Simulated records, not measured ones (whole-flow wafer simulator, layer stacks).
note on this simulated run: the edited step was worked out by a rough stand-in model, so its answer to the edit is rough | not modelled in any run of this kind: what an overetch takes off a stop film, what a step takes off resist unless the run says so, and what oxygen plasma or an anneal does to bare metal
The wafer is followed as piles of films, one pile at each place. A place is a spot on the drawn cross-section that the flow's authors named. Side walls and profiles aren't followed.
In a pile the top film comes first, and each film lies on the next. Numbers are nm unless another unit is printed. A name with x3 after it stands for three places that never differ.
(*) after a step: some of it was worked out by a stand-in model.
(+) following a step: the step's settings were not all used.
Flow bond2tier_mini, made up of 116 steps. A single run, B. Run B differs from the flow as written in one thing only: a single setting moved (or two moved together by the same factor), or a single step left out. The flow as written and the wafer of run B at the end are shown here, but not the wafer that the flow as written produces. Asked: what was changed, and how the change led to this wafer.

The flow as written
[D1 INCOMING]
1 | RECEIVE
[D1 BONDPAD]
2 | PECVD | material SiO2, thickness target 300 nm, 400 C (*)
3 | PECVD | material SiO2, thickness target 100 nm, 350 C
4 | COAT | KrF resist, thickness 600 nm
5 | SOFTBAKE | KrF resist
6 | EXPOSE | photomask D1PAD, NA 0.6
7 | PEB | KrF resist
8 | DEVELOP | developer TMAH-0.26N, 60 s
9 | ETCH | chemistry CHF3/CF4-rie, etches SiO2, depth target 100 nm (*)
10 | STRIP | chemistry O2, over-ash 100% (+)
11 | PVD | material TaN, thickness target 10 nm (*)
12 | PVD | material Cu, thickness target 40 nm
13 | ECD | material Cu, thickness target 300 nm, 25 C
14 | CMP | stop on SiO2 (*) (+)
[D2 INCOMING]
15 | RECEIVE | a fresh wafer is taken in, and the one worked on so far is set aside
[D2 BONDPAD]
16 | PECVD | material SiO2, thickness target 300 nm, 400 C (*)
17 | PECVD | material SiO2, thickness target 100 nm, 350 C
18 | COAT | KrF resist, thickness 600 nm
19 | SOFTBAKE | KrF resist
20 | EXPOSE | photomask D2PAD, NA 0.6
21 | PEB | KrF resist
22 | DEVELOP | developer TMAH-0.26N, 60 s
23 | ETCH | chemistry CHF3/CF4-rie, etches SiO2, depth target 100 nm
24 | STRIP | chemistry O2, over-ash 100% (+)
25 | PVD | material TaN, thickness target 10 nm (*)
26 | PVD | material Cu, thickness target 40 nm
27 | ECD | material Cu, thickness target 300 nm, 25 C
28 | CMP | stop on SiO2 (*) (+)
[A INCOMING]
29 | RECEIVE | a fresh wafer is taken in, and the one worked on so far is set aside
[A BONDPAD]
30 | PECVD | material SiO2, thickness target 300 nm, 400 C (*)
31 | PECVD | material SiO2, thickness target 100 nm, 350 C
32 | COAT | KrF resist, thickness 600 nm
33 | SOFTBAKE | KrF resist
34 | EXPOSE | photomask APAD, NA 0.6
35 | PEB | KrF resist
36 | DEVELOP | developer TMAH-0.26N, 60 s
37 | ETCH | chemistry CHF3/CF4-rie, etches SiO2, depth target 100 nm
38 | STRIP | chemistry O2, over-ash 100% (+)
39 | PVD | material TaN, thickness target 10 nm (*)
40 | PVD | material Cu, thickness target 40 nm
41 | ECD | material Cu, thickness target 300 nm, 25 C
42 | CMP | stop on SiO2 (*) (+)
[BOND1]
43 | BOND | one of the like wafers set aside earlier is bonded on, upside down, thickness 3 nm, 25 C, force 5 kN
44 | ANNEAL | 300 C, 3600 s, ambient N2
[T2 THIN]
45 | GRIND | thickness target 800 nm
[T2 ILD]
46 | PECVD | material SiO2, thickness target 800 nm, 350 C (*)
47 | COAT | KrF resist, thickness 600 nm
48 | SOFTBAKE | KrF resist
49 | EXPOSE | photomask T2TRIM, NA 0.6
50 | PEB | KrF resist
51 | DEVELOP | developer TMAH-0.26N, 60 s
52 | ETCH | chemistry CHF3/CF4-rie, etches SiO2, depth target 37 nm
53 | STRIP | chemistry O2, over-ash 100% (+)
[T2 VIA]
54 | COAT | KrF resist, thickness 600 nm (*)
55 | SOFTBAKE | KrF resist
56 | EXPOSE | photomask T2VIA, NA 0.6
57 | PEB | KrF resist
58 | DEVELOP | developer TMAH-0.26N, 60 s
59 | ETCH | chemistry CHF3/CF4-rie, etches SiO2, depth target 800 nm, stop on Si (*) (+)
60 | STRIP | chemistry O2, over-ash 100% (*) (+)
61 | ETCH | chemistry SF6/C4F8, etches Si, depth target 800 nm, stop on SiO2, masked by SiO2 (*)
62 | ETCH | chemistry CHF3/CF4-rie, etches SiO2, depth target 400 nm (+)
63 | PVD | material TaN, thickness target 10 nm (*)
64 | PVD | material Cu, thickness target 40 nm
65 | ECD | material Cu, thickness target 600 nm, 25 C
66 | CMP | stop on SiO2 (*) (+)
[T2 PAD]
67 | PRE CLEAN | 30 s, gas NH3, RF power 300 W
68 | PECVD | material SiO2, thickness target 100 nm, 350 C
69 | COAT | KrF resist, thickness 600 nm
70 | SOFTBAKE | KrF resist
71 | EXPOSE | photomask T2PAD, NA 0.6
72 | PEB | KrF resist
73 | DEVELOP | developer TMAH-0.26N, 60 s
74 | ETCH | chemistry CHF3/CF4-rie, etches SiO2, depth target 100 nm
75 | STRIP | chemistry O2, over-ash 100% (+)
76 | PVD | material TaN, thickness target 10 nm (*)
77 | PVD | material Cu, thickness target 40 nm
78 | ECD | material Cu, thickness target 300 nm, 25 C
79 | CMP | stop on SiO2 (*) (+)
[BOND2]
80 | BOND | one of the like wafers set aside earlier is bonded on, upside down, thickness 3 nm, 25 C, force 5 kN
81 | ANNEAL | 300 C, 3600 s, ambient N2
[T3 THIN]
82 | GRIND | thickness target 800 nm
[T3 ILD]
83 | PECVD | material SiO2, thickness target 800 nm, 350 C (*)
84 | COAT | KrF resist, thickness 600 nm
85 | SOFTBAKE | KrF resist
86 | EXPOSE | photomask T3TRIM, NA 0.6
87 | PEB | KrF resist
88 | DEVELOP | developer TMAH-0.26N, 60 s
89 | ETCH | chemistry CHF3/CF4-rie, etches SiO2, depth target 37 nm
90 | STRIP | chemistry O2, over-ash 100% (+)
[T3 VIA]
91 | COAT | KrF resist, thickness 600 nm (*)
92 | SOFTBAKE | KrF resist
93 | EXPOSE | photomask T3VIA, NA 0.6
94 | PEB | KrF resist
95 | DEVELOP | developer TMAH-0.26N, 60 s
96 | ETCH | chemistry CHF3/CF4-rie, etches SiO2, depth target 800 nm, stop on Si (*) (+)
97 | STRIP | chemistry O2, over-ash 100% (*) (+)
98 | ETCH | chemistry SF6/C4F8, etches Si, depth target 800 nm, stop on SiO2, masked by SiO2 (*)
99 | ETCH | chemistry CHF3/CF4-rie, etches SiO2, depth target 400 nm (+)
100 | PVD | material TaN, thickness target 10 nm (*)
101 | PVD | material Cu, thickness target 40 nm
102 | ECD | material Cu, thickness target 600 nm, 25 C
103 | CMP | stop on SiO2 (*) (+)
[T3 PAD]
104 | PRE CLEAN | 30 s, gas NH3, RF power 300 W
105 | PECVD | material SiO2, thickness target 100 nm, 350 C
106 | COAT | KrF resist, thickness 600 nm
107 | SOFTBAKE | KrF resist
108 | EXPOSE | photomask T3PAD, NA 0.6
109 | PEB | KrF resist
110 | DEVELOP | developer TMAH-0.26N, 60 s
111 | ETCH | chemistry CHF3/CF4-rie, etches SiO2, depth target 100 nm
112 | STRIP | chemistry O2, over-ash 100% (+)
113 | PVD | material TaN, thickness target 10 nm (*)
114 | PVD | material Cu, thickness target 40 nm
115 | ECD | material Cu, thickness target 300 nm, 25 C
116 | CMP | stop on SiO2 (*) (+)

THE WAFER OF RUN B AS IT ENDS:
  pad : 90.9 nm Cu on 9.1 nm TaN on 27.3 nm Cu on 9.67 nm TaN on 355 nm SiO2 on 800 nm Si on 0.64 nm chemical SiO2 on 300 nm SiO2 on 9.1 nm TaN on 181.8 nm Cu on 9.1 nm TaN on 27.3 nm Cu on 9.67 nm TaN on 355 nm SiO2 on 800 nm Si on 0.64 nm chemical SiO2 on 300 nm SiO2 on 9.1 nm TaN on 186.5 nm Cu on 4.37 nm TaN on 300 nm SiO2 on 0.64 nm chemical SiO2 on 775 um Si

What caused this: step 39, PVD: thickness target 4.8 nm was run, whereas the flow has thickness target 10 nm.

Step by step, how the change led to this:
  39 | PVD | material TaN, thickness target 10 nm (*)
      field: TaN gains 4.8 (new film) (in the flow as written it would be: TaN gains 10 (new film))
      pad: TaN gains 4.37 (new film) (in the flow as written it would be: TaN gains 9.1 (new film))
      (and at 1 other place as well)
  42 | CMP | stop on SiO2 (*) (+)
      field: Cu loses 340 (all of it), TaN loses 4.8 (all of it) (in the flow as written it would be: Cu loses 340 (all of it), TaN loses 10 (all of it))
